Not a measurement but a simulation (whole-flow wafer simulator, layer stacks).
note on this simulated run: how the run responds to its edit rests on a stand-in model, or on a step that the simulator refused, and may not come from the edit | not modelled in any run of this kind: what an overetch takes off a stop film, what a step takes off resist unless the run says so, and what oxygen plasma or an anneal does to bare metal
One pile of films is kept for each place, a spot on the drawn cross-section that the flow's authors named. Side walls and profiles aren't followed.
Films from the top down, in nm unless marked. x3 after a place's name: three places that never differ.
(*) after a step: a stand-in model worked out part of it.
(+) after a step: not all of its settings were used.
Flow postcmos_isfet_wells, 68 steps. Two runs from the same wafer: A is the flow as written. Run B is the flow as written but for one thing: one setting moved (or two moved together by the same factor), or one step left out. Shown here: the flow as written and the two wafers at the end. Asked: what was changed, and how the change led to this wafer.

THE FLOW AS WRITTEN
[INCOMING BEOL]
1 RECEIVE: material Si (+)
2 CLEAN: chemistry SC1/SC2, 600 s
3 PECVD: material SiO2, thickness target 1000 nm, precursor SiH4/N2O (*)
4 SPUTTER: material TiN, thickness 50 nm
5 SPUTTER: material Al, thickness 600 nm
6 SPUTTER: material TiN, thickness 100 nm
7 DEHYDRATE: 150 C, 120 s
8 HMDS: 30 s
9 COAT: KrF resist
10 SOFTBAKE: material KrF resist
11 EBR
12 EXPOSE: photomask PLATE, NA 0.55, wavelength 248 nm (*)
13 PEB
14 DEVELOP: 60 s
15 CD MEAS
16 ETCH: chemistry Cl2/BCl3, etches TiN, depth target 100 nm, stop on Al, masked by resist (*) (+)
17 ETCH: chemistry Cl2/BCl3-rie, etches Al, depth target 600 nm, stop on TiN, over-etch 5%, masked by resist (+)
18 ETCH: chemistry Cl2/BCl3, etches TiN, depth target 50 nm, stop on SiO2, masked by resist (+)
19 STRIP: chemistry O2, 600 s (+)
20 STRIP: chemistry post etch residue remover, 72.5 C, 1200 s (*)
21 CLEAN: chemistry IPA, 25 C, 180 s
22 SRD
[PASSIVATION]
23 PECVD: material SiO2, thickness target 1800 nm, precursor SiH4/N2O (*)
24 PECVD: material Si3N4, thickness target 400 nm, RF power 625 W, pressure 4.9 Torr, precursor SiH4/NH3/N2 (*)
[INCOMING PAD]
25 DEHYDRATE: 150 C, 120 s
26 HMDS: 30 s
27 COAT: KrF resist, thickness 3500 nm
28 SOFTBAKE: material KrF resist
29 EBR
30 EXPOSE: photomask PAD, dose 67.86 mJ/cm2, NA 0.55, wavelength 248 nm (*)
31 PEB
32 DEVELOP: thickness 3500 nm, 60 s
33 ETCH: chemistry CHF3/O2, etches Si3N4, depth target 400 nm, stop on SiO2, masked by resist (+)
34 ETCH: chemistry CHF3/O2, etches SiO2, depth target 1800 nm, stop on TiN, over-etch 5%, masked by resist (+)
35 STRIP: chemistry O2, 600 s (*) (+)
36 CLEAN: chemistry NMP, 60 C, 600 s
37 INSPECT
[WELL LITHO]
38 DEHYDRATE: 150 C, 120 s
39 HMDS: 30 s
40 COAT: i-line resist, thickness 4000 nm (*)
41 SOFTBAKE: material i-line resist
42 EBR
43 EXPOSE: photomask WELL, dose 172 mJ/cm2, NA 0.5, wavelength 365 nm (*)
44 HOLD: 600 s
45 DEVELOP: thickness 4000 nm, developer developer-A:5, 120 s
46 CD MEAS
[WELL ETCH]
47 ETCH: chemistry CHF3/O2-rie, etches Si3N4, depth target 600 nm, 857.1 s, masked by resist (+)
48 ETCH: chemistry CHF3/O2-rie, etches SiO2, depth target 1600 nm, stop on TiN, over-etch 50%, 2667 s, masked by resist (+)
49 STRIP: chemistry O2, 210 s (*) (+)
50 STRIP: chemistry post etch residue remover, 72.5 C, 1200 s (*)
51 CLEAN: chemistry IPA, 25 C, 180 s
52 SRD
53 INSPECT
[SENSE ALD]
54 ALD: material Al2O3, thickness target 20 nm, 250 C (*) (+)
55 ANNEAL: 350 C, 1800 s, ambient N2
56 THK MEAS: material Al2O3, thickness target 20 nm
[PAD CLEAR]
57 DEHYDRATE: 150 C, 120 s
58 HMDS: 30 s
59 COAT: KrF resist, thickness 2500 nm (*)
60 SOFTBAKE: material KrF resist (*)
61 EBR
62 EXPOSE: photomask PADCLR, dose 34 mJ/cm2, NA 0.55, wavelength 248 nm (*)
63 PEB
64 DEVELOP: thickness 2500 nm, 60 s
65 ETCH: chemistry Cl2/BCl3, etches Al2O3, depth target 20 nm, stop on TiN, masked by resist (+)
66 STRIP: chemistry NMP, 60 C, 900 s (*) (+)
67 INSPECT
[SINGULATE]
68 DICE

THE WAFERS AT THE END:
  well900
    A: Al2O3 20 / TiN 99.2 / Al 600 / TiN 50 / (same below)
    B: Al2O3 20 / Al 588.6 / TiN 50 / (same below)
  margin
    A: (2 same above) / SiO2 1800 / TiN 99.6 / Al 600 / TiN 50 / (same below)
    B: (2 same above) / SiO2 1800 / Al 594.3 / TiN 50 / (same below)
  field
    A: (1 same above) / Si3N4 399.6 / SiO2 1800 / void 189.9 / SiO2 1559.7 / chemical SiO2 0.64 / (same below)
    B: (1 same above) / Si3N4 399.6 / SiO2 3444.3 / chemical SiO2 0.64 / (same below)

The cause: step 6, SPUTTER: material TiN, thickness 100 nm, was left out.

How the change led to this, step by step:
  16 ETCH: chemistry Cl2/BCl3, etches TiN, depth target 100 nm, stop on Al, masked by resist (*) (+)
      field: A TiN -100 (all of it) | B nothing
  20 STRIP: chemistry post etch residue remover, 72.5 C, 1200 s (*)
      margin, well900, well1300, well2000, well3000, pad_rim, pad_clr, pad_open: A TiN -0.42 | B Al -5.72
  23 PECVD: material SiO2, thickness target 1800 nm, precursor SiH4/N2O (*)
      field: A SiO2 +1800 (new film), void +189.9 (new film), SiO2 +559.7 | B SiO2 +2444.3
  50 STRIP: chemistry post etch residue remover, 72.5 C, 1200 s (*)
      well900, well1300, well2000, well3000, pad_open: A TiN -0.42 | B Al -5.72
